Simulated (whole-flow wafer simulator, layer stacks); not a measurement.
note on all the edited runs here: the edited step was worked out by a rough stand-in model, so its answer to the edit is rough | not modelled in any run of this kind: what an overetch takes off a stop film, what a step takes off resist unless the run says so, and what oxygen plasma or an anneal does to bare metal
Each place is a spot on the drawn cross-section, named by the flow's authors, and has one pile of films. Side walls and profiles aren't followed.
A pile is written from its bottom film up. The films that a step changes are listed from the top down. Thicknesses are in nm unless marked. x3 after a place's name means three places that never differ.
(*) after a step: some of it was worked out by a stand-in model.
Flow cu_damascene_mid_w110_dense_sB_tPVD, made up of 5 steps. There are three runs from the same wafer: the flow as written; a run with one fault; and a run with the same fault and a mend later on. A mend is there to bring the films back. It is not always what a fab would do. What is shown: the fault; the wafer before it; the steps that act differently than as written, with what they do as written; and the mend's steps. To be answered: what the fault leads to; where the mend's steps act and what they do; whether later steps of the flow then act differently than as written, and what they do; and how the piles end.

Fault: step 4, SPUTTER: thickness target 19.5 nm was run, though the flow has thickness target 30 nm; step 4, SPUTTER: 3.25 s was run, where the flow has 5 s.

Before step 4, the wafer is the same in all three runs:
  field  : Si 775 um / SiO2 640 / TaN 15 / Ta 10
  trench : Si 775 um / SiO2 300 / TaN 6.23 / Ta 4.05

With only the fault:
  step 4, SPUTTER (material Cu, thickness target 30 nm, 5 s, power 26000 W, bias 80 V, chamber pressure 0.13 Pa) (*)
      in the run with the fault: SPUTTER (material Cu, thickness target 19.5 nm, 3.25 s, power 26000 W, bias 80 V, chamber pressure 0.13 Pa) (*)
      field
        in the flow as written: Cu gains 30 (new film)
        in the run with the fault: Cu gains 19.5 (new film)
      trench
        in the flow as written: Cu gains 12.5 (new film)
        in the run with the fault: Cu gains 8.11 (new film)
  None of the later steps of the flow differs from how it acts as written, at any place that is followed, by more than 2% or 0.5 nm, whichever is larger.
  At field, trench, the piles at the end differ from the flow's by more than 2% or 0.5 nm, whichever is larger.
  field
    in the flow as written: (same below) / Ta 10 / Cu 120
    in the run with the fault: (same below) / Ta 10 / Cu 109.5
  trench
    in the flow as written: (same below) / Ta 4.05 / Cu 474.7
    in the run with the fault: (same below) / Ta 4.05 / Cu 464.2

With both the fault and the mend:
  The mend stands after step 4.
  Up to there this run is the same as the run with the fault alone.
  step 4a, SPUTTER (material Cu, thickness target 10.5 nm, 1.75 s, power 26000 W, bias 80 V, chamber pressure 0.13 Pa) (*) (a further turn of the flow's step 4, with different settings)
      field
        Cu gains 10.5
      trench
        Cu gains 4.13
  None of the later steps of the flow differs from how it acts as written, at any place that is followed, by more than 2% or 0.5 nm, whichever is larger.
  At every place that both follow, the piles at the end match the flow's.
